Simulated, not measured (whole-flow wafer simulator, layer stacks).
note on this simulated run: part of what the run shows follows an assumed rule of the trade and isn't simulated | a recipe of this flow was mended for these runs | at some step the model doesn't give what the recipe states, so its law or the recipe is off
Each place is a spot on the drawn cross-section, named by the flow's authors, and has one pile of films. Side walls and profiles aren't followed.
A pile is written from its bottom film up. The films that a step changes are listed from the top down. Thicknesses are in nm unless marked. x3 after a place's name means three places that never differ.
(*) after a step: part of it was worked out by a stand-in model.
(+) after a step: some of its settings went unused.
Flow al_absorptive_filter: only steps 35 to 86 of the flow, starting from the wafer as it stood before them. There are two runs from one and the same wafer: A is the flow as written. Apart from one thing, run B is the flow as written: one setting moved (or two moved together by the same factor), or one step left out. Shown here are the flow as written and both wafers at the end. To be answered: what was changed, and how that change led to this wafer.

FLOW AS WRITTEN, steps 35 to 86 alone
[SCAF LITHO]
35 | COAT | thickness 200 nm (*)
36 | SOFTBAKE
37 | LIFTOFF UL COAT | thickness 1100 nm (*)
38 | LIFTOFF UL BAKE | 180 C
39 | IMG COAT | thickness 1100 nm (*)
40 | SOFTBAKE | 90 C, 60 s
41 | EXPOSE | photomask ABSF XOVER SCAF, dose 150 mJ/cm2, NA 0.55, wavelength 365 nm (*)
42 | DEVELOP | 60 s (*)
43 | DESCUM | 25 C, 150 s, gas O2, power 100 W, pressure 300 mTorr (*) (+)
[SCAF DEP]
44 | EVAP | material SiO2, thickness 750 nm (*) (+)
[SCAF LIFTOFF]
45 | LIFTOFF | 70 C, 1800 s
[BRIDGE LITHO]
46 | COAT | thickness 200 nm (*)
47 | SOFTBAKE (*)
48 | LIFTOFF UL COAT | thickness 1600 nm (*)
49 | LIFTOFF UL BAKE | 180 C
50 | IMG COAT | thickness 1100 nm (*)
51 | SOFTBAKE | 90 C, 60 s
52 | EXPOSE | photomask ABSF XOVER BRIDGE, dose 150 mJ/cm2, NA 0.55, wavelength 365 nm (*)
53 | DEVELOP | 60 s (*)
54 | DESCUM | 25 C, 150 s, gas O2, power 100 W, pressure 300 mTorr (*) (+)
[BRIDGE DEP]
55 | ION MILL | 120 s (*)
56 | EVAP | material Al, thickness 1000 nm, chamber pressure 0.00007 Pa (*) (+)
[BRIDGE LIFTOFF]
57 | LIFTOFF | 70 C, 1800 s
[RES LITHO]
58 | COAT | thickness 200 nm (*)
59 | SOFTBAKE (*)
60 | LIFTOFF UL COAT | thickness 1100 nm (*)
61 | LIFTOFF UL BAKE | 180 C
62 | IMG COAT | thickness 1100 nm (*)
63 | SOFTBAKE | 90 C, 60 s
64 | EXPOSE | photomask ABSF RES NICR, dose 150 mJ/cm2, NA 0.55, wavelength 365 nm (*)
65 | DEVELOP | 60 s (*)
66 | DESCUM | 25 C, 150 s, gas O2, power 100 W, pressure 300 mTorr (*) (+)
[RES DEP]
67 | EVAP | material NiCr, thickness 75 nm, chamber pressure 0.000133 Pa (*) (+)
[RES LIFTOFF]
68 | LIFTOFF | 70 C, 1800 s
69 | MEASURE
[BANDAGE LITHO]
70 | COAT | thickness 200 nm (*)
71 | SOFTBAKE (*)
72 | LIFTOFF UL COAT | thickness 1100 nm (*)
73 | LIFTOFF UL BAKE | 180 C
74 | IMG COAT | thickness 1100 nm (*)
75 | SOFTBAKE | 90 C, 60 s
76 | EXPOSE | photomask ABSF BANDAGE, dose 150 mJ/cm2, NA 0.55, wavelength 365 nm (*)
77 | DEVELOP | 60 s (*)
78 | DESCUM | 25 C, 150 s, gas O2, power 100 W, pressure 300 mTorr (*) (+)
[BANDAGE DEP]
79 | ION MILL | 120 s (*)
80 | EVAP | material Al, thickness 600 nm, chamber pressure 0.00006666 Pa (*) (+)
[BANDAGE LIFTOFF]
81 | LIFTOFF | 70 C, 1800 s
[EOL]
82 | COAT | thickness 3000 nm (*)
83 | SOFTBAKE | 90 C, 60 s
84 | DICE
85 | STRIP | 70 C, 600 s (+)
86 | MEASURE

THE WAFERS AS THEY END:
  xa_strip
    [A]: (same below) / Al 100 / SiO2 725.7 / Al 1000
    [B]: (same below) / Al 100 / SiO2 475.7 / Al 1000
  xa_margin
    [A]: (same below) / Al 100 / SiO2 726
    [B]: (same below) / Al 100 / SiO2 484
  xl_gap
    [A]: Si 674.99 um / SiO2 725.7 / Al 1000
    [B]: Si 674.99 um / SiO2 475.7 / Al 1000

What caused this: step 44, EVAP: thickness 500 nm was run, whereas the flow has thickness 750 nm.

How this came from the change, step by step:
  44 | EVAP | material SiO2, thickness 750 nm (*) (+)
      gnd, pad_far, pad_near and 10 more: A SiO2 gains 750 (new film) | B SiO2 gains 500 (new film)
      xa_margin: A SiO2 gains 726 (new film) | B SiO2 gains 484 (new film)
  45 | LIFTOFF | 70 C, 1800 s
      gnd, xa_field, xl_land, idc_field: A SiO2 loses 750 (all of it), i-line-resist loses 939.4 (all of it), lift-off-underlayer loses 1100 (all of it), acrylic-e-beam-resist loses 200 (all of it) | B SiO2 loses 500 (all of it), i-line-resist loses 939.4 (all of it), lift-off-underlayer loses 1100 (all of it), acrylic-e-beam-resist loses 200 (all of it)
      pad_far: A SiO2 loses 750 (all of it), i-line-resist loses 937 (all of it), lift-off-underlayer loses 1092.7 (all of it), acrylic-e-beam-resist loses 198.5 (all of it) | B SiO2 loses 500 (all of it), i-line-resist loses 937 (all of it), lift-off-underlayer loses 1092.7 (all of it), acrylic-e-beam-resist loses 198.5 (all of it)
      (and at 5 other places as well)
  46 | COAT | thickness 200 nm (*)
      xa_margin: A acrylic-e-beam-resist gains 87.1 (new film) | B acrylic-e-beam-resist gains 99.2 (new film)
      xa_strip: A acrylic-e-beam-resist gains 156.7 (new film) | B acrylic-e-beam-resist gains 175 (new film)
      (and at 2 other places as well)
  48 | LIFTOFF UL COAT | thickness 1600 nm (*)
      xa_margin: A lift-off-underlayer gains 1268 (new film) | B lift-off-underlayer gains 1393.1 (new film)
      xa_strip: A lift-off-underlayer gains 1219 (new film) | B lift-off-underlayer gains 1329.3 (new film)
      (and at 3 other places as well)
  50 | IMG COAT | thickness 1100 nm (*)
      xa_margin: A i-line-resist gains 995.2 (new film) | B i-line-resist gains 1036.5 (new film)
      xa_strip: A i-line-resist gains 962 (new film) | B i-line-resist gains 1015.4 (new film)
      (and at 2 other places as well)
  51 | SOFTBAKE | 90 C, 60 s
      xa_strip: A i-line-resist loses 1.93 | B i-line-resist loses 1.21
      xl_turn: A i-line-resist loses 1.83 | B i-line-resist loses 1.11
  53 | DEVELOP | 60 s (*)
      xa_strip: A i-line-resist loses 960.1 (all of it), lift-off-underlayer loses 1219 (all of it) | B i-line-resist loses 1014.2 (all of it), lift-off-underlayer loses 1329.3 (all of it)
      xl_land: A i-line-resist loses 1117.3 (all of it), lift-off-underlayer loses 1706.9 (all of it) | B i-line-resist loses 1110.2 (all of it), lift-off-underlayer loses 1666 (all of it)
      (and at 2 other places as well)
  54 | DESCUM | 25 C, 150 s, gas O2, power 100 W, pressure 300 mTorr (*) (+)
      xa_strip: A acrylic-e-beam-resist loses 156.7 (all of it) | B acrylic-e-beam-resist loses 175 (all of it)
      xl_gap: A acrylic-e-beam-resist loses 97.9 (all of it) | B acrylic-e-beam-resist loses 124.2 (all of it)
      (and at 1 other place as well)
  57 | LIFTOFF | 70 C, 1800 s
      xa_margin: A Al loses 1000 (all of it), i-line-resist loses 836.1 (all of it), lift-off-underlayer loses 1268 (all of it), acrylic-e-beam-resist loses 87.1 (all of it) | B Al loses 1000 (all of it), i-line-resist loses 880 (all of it), lift-off-underlayer loses 1393.1 (all of it), acrylic-e-beam-resist loses 99.2 (all of it)
  58 | COAT | thickness 200 nm (*)
      xa_margin: A acrylic-e-beam-resist gains 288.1 (new film) | B acrylic-e-beam-resist gains 332.3 (new film)
      xa_strip: A acrylic-e-beam-resist gains 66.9 (new film) | B acrylic-e-beam-resist gains 79 (new film)
      (and at 2 other places as well)
  60 | LIFTOFF UL COAT | thickness 1100 nm (*)
      xa_margin: A lift-off-underlayer gains 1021 (new film) | B lift-off-underlayer gains 1071.1 (new film)
      xa_strip: A lift-off-underlayer gains 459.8 (new film) | B lift-off-underlayer gains 514.2 (new film)
      (and at 2 other places as well)
  62 | IMG COAT | thickness 1100 nm (*)
      xa_margin: A i-line-resist gains 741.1 (new film) | B i-line-resist gains 808.8 (new film)
      xa_strip: A i-line-resist gains 577.9 (new film) | B i-line-resist gains 669.5 (new film)
      (and at 2 other places as well)
  63 | SOFTBAKE | 90 C, 60 s
      xa_margin: A i-line-resist loses 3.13 | B i-line-resist loses 2.58
      xl_gap: A i-line-resist loses 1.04 | B i-line-resist loses 0.53
      (and at 1 other place as well)
  68 | LIFTOFF | 70 C, 1800 s
      xa_margin: A NiCr loses 75 (all of it), i-line-resist loses 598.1 (all of it), lift-off-underlayer loses 1021 (all of it), acrylic-e-beam-resist loses 288.1 (all of it) | B NiCr loses 75 (all of it), i-line-resist loses 666.3 (all of it), lift-off-underlayer loses 1071.1 (all of it), acrylic-e-beam-resist loses 332.3 (all of it)
      xa_strip: A NiCr loses 75 (all of it), i-line-resist loses 433.3 (all of it), lift-off-underlayer loses 459.8 (all of it), acrylic-e-beam-resist loses 66.9 (all of it) | B NiCr loses 75 (all of it), i-line-resist loses 524.9 (all of it), lift-off-underlayer loses 514.2 (all of it), acrylic-e-beam-resist loses 79 (all of it)
      (and at 2 other places as well)
  70 | COAT | thickness 200 nm (*)
      xa_margin: A acrylic-e-beam-resist gains 288.1 (new film) | B acrylic-e-beam-resist gains 332.3 (new film)
      xa_strip: A acrylic-e-beam-resist gains 66.9 (new film) | B acrylic-e-beam-resist gains 79 (new film)
      (and at 2 other places as well)
  72 | LIFTOFF UL COAT | thickness 1100 nm (*)
      xa_margin: A lift-off-underlayer gains 1021 (new film) | B lift-off-underlayer gains 1071.1 (new film)
      xa_strip: A lift-off-underlayer gains 459.8 (new film) | B lift-off-underlayer gains 514.2 (new film)
      (and at 2 other places as well)
  ... 5 other steps ...
  85 | STRIP | 70 C, 600 s (+)
      xa_margin: A i-line-resist loses 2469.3 (all of it) | B i-line-resist loses 2668.7 (all of it)
      xa_strip: A i-line-resist loses 1477 (all of it) | B i-line-resist loses 1681.9 (all of it)
      (and at 2 other places as well)
